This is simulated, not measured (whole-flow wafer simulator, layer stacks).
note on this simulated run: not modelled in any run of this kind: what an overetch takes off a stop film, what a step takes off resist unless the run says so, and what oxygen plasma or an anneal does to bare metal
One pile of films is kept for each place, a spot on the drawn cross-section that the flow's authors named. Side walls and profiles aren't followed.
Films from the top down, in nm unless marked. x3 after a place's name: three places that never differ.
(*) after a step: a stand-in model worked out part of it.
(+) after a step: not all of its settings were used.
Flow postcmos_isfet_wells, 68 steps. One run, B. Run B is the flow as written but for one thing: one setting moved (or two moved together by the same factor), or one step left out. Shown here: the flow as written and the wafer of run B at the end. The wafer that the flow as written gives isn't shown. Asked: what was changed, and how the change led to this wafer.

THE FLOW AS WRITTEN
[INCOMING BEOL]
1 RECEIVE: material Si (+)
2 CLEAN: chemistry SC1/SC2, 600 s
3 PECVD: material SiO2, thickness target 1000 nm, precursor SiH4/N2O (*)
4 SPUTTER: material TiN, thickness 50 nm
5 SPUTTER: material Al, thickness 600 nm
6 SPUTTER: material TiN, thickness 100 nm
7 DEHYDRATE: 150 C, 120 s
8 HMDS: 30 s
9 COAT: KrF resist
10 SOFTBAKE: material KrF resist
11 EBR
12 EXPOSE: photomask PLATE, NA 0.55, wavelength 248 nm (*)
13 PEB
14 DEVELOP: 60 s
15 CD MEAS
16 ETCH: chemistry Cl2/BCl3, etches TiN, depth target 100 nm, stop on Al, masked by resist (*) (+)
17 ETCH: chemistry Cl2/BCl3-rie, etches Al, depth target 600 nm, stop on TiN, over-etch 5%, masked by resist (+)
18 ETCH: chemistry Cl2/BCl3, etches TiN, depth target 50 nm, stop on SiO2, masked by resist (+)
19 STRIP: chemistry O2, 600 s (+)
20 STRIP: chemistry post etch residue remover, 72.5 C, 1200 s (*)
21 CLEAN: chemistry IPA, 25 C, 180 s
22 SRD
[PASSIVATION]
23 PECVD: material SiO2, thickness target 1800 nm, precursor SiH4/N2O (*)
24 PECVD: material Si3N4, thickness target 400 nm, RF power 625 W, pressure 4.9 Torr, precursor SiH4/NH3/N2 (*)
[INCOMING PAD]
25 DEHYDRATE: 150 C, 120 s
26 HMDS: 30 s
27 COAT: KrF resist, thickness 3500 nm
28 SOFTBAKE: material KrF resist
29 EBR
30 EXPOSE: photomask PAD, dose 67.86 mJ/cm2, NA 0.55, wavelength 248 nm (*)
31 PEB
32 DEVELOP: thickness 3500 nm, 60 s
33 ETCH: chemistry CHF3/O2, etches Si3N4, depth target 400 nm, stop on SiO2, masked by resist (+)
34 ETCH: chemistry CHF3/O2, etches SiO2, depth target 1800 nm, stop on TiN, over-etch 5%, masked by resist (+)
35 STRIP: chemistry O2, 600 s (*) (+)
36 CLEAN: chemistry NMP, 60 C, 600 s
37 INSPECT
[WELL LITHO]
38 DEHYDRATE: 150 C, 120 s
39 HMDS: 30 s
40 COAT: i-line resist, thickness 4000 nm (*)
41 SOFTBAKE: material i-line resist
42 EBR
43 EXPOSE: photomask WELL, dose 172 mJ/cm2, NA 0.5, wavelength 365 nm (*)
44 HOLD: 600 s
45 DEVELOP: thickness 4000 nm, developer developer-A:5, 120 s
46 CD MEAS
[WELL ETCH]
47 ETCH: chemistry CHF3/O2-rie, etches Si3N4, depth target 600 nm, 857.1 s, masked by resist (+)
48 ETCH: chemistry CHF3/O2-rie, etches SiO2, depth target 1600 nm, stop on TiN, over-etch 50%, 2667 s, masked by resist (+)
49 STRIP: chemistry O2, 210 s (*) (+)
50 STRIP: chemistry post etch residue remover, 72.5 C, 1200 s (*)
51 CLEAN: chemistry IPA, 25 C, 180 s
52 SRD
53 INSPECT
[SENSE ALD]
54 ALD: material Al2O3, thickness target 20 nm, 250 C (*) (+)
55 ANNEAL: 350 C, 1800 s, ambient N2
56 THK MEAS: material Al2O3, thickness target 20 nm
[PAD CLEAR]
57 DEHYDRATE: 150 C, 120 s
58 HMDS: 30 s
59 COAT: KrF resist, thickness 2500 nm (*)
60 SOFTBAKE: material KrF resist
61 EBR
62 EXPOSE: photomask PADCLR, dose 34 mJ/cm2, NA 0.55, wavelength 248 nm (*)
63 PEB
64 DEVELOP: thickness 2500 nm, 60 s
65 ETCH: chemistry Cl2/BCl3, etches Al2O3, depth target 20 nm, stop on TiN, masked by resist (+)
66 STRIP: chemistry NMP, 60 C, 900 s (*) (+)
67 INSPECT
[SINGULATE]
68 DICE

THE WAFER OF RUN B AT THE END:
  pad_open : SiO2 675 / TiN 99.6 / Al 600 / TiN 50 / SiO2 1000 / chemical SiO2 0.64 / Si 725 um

The cause: step 34, ETCH: depth target 1125 nm was run, where the flow has depth target 1800 nm.

How the change led to this, step by step:
  34 ETCH: chemistry CHF3/O2, etches SiO2, depth target 1800 nm, stop on TiN, over-etch 5%, masked by resist (+)
      pad_open: SiO2 -1125 (as written it would be: SiO2 -1800 (all of it))
      field, margin, well900, well1300 x3, pad_rim, pad_clr: KrF resist -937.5 (as written it would be: KrF resist -1500)
  35 STRIP: chemistry O2, 600 s (*) (+)
      field, margin, well900, well1300 x3, pad_rim, pad_clr: KrF resist -2175.8 (all of it) (as written it would be: KrF resist -1613.3 (all of it))
  40 COAT: i-line resist, thickness 4000 nm (*)
      pad_clr: i-line resist +3471.6 (new film) (as written it would be: i-line resist +3256.8 (new film))
      pad_open: i-line resist +4561.3 (new film) (as written it would be: i-line resist +4804.7 (new film))
  41 SOFTBAKE: material i-line resist
      pad_clr: i-line resist -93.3 (as written it would be: i-line resist -156.7)
      pad_open: i-line resist +83.6 (as written it would be: i-line resist +115.3)
  49 STRIP: chemistry O2, 210 s (*) (+)
      pad_clr: i-line resist -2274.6 (all of it) (as written it would be: i-line resist -1996.5 (all of it))
      pad_open: i-line resist -3541.2 (all of it) (as written it would be: i-line resist -3816.3 (all of it))
  59 COAT: KrF resist, thickness 2500 nm (*)
      pad_rim: KrF resist +2133.5 (new film) (as written it would be: KrF resist +1976.4 (new film))
      pad_clr: KrF resist +1924.5 (new film) (as written it would be: KrF resist +1691.6 (new film))
      (and at 1 more place)
  60 SOFTBAKE: material KrF resist
      pad_clr: KrF resist -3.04 (as written it would be: KrF resist -3.77)
  63 PEB
      pad_rim: KrF resist -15 (as written it would be: KrF resist -13.9)
      pad_clr: KrF resist -13.5 (as written it would be: KrF resist -11.8)
      (and at 1 more place)
  64 DEVELOP: thickness 2500 nm, 60 s
      pad_clr: KrF resist -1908 (all of it) (as written it would be: KrF resist -1676 (all of it))
      pad_open: KrF resist -2873 (all of it) (as written it would be: KrF resist -3045.1 (all of it))
  66 STRIP: chemistry NMP, 60 C, 900 s (*) (+)
      pad_rim: KrF resist -2079.4 (all of it) (as written it would be: KrF resist -1923.7 (all of it))
